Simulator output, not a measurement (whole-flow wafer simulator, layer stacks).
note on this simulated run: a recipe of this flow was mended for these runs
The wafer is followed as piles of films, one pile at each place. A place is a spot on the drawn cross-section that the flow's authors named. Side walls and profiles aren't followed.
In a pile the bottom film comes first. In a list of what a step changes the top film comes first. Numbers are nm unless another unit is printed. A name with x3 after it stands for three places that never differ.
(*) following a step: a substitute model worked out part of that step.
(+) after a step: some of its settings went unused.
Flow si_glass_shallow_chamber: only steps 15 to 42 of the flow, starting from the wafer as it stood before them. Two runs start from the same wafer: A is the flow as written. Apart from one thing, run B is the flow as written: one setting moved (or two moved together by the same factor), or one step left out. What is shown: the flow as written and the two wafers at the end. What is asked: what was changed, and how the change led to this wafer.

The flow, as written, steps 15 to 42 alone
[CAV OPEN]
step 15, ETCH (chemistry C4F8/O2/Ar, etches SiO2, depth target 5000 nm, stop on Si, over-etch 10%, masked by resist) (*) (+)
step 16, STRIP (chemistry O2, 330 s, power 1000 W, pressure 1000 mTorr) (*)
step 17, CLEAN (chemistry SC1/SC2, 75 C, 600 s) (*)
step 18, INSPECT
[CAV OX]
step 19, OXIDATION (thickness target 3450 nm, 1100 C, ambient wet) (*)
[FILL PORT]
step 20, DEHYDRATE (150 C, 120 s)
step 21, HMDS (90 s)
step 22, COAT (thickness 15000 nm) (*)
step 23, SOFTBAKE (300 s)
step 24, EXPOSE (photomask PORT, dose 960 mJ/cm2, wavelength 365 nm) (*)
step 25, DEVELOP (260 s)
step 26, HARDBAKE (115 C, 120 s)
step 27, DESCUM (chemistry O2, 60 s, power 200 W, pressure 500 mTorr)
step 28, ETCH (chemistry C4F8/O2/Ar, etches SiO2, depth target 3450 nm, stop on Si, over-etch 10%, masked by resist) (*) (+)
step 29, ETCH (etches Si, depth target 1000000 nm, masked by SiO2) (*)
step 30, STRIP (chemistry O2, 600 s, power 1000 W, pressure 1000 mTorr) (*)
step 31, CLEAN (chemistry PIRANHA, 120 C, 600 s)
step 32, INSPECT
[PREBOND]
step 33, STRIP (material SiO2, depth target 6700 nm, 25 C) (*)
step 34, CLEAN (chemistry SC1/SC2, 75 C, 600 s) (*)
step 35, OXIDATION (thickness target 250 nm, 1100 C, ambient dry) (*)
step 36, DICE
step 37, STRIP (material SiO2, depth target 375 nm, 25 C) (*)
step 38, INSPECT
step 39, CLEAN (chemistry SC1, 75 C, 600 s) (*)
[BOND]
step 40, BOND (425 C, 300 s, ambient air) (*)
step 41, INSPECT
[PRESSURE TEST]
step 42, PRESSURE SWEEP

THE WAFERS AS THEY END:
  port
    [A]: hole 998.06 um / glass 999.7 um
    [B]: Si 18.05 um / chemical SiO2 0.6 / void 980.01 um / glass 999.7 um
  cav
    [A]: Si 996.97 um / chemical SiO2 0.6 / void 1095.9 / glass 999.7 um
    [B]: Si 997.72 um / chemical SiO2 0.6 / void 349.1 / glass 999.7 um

What caused this: step 15, ETCH: depth target 2500 nm was run, while the flow as written has depth target 5000 nm.

Step by step, how the change led to this:
  step 15, ETCH (chemistry C4F8/O2/Ar, etches SiO2, depth target 5000 nm, stop on Si, over-etch 10%, masked by resist) (*) (+)
      cav, port: A -5000 SiO2 (all of it), -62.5 Si | B -2750 SiO2
      rim, ramp, septum, ring: A -1100 thick-i-line-resist | B -550 thick-i-line-resist
  step 16, STRIP (chemistry O2, 330 s, power 1000 W, pressure 1000 mTorr) (*)
      cav, port: A +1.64 chemical SiO2 (new film), -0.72 Si | B nothing
      rim, ramp, septum, ring: A -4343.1 thick-i-line-resist (all of it) | B -4893.1 thick-i-line-resist (all of it)
  step 17, CLEAN (chemistry SC1/SC2, 75 C, 600 s) (*)
      cav, port: A -1.04 chemical SiO2, -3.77 Si | B -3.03 SiO2
  step 19, OXIDATION (thickness target 3450 nm, 1100 C, ambient wet) (*)
      cav, port: A +3450 SiO2 (new film), -0.6 chemical SiO2 (all of it), -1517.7 Si | B +1904.3 SiO2, -837.9 Si
  step 22, COAT (thickness 15000 nm) (*)
      rim: A +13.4 um thick-i-line-resist (new film) | B +14 um thick-i-line-resist (new film)
      ramp: A +12.89 um thick-i-line-resist (new film) | B +13.69 um thick-i-line-resist (new film)
      (and at 4 other places as well)
  step 23, SOFTBAKE (300 s)
      rim: A -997 thick-i-line-resist | B -596.7 thick-i-line-resist
      ramp: A -487.1 thick-i-line-resist | B -282.2 thick-i-line-resist
      (and at 4 other places as well)
  step 25, DEVELOP (260 s)
      port: A -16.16 um thick-i-line-resist (all of it) | B -15.71 um thick-i-line-resist (all of it)
  step 26, HARDBAKE (115 C, 120 s)
      rim, ramp: A -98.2 thick-i-line-resist | B -110.6 thick-i-line-resist
      cav: A -147.1 thick-i-line-resist | B -137.5 thick-i-line-resist
  step 28, ETCH (chemistry C4F8/O2/Ar, etches SiO2, depth target 3450 nm, stop on Si, over-etch 10%, masked by resist) (*) (+)
      port: A -3450 SiO2 (all of it), -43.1 Si | B -3795 SiO2
  step 29, ETCH (etches Si, depth target 1000000 nm, masked by SiO2) (*)
      port: A +997.05 um hole (new film), -997.05 um Si (all of it) | B -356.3 SiO2 (all of it), -979.66 um Si
      rim, ramp: A -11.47 um thick-i-line-resist (all of it), -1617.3 SiO2 | B -12.46 um thick-i-line-resist (all of it), -1089.4 SiO2
      (and at 2 other places as well)
  step 30, STRIP (chemistry O2, 600 s, power 1000 W, pressure 1000 mTorr) (*)
      port: A nothing | B +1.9 chemical SiO2 (new film), -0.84 Si
      cav: A -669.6 thick-i-line-resist (all of it) | B -232.9 thick-i-line-resist (all of it)
  step 33, STRIP (material SiO2, depth target 6700 nm, 25 C) (*)
      port: A nothing | B -1.9 chemical SiO2 (all of it)
      rim, ramp: A -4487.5 SiO2 (all of it) | B -5015.4 SiO2 (all of it)
      (and at 1 other place as well)
  step 34, CLEAN (chemistry SC1/SC2, 75 C, 600 s) (*)
      port: A nothing | B +0.6 chemical SiO2 (new film), -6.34 Si
  step 35, OXIDATION (thickness target 250 nm, 1100 C, ambient dry) (*)
      port: A nothing | B +250 SiO2 (new film), -0.6 chemical SiO2 (all of it), -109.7 Si
  step 37, STRIP (material SiO2, depth target 375 nm, 25 C) (*)
      port: A nothing | B -250 SiO2 (all of it)
  step 39, CLEAN (chemistry SC1, 75 C, 600 s) (*)
      port: A nothing | B +0.6 chemical SiO2 (new film), -6.34 Si
  step 40, BOND (425 C, 300 s, ambient air) (*)
      port: A +999.7 um glass (new film), +1017.3 hole | B +999.7 um glass (new film), +980.01 um void (new film)
      cav: A +999.7 um glass (new film), +1095.9 void (new film) | B +999.7 um glass (new film), +349.1 void (new film)
